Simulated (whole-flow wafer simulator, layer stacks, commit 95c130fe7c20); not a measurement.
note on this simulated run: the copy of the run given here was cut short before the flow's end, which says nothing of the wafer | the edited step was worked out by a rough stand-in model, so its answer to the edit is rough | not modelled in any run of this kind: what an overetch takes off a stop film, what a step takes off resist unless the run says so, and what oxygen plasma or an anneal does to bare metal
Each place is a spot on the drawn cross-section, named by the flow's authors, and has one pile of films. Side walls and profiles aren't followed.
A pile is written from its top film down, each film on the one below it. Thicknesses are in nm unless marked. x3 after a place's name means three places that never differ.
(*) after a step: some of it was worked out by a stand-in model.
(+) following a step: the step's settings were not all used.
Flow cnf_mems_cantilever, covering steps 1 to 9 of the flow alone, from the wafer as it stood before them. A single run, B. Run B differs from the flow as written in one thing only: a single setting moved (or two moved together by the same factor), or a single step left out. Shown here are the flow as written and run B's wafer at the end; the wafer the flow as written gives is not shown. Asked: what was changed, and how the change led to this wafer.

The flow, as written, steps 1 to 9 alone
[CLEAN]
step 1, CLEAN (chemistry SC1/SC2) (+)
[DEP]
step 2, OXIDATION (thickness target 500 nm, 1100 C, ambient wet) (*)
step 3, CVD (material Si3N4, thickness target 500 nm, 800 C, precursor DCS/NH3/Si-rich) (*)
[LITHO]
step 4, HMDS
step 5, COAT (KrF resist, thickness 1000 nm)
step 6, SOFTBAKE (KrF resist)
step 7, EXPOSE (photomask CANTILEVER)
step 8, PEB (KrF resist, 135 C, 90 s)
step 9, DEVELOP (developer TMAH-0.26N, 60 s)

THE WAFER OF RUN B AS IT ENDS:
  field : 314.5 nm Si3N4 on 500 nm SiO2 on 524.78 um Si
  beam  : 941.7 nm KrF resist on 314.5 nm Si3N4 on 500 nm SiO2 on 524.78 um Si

What caused this: step 3, CVD: 768 C was run, whereas the flow has 800 C.

How this came from the change, step by step:
  step 3, CVD (material Si3N4, thickness target 500 nm, 800 C, precursor DCS/NH3/Si-rich) (*)
      field, beam: +314.5 Si3N4 (new film) (in the flow as written it would be: +500 Si3N4 (new film))
